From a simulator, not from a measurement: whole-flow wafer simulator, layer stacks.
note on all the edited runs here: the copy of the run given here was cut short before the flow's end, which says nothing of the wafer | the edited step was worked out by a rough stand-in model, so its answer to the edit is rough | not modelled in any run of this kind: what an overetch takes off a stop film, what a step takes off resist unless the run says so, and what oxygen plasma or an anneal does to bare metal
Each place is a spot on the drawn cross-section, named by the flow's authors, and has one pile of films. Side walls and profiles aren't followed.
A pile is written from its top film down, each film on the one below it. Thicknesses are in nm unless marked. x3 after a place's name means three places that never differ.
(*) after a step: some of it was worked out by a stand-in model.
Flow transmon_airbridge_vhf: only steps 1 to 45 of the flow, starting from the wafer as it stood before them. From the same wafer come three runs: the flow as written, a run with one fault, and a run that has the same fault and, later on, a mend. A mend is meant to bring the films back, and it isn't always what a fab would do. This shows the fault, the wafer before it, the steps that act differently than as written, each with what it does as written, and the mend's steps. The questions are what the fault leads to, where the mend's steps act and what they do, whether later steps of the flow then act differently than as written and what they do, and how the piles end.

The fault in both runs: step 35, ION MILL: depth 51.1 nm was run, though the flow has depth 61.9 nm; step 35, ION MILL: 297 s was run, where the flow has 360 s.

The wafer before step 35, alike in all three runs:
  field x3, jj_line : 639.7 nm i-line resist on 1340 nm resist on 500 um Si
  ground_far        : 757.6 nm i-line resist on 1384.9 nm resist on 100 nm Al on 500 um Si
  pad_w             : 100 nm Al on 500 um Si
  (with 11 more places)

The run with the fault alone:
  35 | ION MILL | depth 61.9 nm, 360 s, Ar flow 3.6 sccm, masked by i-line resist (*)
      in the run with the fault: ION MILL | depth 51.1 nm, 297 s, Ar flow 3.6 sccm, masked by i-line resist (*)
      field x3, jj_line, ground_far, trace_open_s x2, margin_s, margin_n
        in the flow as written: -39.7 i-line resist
        in the run with the fault: -32.8 i-line resist
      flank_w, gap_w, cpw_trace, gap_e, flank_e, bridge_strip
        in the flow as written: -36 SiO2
        in the run with the fault: -29.7 SiO2
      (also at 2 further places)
  Steps further on in the flow that do not act as written (3 other steps are not shown; they differ only slightly, by no more than 2% or 0.5 nm, whichever is larger):
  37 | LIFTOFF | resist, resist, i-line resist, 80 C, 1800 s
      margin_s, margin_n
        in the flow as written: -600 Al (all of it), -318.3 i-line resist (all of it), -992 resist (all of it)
        in the run with the fault: -600 Al (all of it), -325.2 i-line resist (all of it), -992 resist (all of it)
  The piles end only slightly different from the flow's at the places that both follow, by no more than 2% or 0.5 nm, whichever is larger.

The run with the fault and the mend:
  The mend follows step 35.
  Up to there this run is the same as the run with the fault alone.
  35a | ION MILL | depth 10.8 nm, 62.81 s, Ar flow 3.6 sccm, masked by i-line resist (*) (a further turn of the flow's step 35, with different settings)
      field x3, jj_line, ground_far, trace_open_s x2, margin_s, margin_n
        -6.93 i-line resist
      flank_w, gap_w, cpw_trace, gap_e, flank_e, bridge_strip
        -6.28 SiO2
      pad_w, pad_e
        -10.8 Al
  Later steps of the flow that are run all act as written at every place that is followed.
  The piles end only slightly different from the flow's at the places that both follow, by no more than 2% or 0.5 nm, whichever is larger.
